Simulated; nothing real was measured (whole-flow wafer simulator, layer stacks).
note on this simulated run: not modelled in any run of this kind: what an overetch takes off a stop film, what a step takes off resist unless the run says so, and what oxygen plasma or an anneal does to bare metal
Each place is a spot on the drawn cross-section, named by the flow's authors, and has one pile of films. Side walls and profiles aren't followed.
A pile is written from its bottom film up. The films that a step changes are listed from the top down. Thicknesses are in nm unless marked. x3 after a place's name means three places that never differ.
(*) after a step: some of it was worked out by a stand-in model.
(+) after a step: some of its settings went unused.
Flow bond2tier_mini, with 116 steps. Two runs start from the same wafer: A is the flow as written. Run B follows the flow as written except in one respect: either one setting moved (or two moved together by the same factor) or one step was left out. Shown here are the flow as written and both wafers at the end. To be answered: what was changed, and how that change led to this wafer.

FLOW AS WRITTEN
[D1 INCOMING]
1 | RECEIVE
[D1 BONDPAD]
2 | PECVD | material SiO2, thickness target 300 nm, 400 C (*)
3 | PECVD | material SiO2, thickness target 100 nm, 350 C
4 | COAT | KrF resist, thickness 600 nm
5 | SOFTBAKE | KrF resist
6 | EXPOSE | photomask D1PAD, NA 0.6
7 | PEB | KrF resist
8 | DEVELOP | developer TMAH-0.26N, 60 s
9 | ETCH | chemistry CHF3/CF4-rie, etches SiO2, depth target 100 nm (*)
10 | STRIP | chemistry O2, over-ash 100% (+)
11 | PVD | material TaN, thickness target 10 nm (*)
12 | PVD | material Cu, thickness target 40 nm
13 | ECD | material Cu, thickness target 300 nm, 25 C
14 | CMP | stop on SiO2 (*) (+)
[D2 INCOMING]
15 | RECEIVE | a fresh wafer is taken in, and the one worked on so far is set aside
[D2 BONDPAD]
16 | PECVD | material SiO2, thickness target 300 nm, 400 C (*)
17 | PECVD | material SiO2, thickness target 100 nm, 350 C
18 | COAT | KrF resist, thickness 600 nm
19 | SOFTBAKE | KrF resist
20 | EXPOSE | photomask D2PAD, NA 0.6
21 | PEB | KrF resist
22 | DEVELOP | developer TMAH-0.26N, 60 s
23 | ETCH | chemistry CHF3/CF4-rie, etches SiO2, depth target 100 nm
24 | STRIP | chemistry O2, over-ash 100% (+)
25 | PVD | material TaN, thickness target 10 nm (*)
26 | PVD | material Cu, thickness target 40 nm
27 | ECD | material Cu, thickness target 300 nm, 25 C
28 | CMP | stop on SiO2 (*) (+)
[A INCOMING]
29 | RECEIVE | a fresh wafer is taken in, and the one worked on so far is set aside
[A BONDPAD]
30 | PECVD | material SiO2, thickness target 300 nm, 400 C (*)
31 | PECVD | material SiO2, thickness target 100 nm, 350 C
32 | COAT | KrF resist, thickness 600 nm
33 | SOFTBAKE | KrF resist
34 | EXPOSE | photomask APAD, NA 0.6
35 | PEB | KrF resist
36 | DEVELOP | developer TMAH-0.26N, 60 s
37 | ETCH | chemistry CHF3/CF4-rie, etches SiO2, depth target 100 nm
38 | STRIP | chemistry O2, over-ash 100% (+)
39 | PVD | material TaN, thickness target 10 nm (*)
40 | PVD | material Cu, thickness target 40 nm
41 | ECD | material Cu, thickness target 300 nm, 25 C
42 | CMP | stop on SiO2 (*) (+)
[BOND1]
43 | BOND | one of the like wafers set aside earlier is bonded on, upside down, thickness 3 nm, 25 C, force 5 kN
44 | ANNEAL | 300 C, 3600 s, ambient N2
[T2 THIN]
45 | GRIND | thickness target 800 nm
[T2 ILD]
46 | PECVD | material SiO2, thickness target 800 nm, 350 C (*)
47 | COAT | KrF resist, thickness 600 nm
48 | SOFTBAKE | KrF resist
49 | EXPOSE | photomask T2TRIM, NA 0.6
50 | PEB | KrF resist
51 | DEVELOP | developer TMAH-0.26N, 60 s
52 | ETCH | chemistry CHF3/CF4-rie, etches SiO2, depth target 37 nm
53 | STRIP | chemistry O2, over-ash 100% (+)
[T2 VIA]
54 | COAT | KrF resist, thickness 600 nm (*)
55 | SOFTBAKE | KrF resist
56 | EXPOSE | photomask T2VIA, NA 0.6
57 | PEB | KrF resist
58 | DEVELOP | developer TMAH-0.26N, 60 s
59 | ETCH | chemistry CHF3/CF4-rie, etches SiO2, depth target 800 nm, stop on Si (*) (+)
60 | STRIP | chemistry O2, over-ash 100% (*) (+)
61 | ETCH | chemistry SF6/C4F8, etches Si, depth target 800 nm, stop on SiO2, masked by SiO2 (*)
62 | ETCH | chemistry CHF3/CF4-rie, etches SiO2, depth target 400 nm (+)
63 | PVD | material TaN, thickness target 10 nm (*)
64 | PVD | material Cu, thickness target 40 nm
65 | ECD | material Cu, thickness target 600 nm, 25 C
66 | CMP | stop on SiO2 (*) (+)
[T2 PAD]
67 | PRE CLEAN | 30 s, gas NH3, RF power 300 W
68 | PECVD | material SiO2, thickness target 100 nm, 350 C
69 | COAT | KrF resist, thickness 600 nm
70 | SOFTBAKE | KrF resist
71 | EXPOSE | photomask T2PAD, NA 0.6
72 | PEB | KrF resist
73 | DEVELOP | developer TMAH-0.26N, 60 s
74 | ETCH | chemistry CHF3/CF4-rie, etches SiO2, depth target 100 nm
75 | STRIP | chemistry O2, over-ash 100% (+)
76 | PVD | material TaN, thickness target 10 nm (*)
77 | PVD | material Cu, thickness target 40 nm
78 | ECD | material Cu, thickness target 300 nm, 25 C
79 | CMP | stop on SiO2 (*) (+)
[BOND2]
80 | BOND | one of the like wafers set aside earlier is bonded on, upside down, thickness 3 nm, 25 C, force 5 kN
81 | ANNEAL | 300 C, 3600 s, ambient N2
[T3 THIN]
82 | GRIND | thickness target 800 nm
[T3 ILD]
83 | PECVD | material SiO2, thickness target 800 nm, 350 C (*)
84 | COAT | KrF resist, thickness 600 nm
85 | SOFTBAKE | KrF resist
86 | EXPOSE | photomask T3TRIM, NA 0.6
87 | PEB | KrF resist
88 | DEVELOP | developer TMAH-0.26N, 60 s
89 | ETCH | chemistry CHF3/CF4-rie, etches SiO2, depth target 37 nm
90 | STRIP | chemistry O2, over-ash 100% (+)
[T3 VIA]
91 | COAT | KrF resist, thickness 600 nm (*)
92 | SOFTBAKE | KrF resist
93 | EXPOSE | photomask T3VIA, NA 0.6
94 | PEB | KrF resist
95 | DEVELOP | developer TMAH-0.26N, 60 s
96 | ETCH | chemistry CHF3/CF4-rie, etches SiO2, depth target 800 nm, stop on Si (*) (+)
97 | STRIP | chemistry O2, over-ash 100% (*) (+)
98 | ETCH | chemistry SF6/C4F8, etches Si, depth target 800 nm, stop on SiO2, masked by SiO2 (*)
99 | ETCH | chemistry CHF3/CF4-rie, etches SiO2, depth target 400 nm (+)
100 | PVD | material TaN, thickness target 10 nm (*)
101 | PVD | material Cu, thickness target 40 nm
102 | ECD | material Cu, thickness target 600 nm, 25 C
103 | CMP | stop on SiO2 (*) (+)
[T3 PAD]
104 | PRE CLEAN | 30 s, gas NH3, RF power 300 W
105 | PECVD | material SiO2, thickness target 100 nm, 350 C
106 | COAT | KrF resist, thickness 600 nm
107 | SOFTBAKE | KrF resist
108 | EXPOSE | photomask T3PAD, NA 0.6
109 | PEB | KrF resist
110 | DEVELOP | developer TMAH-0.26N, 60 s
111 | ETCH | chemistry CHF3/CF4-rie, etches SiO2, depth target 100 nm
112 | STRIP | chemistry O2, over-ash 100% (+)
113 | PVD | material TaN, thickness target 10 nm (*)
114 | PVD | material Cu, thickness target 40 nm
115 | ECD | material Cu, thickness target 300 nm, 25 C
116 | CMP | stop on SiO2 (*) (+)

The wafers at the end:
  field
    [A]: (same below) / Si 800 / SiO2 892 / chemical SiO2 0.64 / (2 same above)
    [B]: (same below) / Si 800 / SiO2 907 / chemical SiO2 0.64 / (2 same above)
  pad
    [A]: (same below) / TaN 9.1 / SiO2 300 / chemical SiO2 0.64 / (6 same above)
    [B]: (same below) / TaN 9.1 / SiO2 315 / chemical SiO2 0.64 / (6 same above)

What caused this: step 17, PECVD: thickness target 115 nm was run, though the flow has thickness target 100 nm.

How this came from the change, step by step:
  17 | PECVD | material SiO2, thickness target 100 nm, 350 C
      field, pad, via: A SiO2 gains 100 | B SiO2 gains 115
  80 | BOND | one of the like wafers set aside earlier is bonded on, upside down, thickness 3 nm, 25 C, force 5 kN
      field: A Si gains 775 um (new film), chemical SiO2 gains 0.64 (new film), SiO2 gains 400 | B Si gains 775 um (new film), chemical SiO2 gains 0.64 (new film), SiO2 gains 415
      pad: A Si gains 775 um (new film), chemical SiO2 gains 0.64 (new film), SiO2 gains 300 (new film), TaN gains 9.1 (new film), Cu gains 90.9 | B Si gains 775 um (new film), chemical SiO2 gains 0.64 (new film), SiO2 gains 315 (new film), TaN gains 9.1 (new film), Cu gains 90.9
